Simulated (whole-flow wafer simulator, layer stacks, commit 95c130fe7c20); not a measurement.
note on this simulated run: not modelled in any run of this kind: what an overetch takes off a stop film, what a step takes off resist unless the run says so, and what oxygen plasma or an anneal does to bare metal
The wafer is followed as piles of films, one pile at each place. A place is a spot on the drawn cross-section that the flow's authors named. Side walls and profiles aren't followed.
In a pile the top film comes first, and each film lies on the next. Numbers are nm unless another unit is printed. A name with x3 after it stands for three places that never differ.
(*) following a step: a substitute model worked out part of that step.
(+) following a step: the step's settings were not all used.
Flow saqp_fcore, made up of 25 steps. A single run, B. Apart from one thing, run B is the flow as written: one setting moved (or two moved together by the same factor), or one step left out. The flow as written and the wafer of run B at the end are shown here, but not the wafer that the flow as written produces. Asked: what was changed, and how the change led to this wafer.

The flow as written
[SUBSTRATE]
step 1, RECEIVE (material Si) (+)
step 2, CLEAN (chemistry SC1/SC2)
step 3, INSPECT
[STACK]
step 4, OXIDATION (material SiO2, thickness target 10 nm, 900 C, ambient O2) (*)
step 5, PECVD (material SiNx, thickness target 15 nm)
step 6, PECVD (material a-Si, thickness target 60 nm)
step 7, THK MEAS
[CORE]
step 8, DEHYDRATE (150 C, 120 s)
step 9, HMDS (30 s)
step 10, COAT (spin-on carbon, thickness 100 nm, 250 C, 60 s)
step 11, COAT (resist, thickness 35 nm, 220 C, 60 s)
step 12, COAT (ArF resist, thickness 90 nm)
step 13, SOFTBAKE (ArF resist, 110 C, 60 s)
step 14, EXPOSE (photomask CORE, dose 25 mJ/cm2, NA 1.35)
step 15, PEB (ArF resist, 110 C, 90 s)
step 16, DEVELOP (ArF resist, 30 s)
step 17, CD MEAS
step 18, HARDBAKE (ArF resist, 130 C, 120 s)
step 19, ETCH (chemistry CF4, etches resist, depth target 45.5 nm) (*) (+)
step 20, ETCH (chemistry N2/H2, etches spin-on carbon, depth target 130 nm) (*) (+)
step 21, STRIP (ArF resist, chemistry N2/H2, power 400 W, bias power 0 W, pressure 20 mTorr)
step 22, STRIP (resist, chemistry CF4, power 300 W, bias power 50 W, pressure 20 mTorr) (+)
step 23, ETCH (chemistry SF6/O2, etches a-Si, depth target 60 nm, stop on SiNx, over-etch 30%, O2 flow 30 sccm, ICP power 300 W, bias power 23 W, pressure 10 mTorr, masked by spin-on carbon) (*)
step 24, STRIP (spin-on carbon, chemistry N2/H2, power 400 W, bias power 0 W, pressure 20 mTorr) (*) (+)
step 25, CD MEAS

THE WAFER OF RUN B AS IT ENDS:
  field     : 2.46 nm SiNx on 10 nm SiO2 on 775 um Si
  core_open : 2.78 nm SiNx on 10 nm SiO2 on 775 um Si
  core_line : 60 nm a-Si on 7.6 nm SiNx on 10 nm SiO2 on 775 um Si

The reason: step 5, PECVD: thickness target 7.6 nm was run, though the flow has thickness target 15 nm.
One can read it off the wafer: core_line has SiNx 7.6, and step 5 as written asks for 15 nm.

Step by step, how the change led to this:
  step 5, PECVD (material SiNx, thickness target 15 nm)
      field, core_open, core_line: SiNx gains 7.6 (new film) (as written it would have been: SiNx gains 15 (new film))
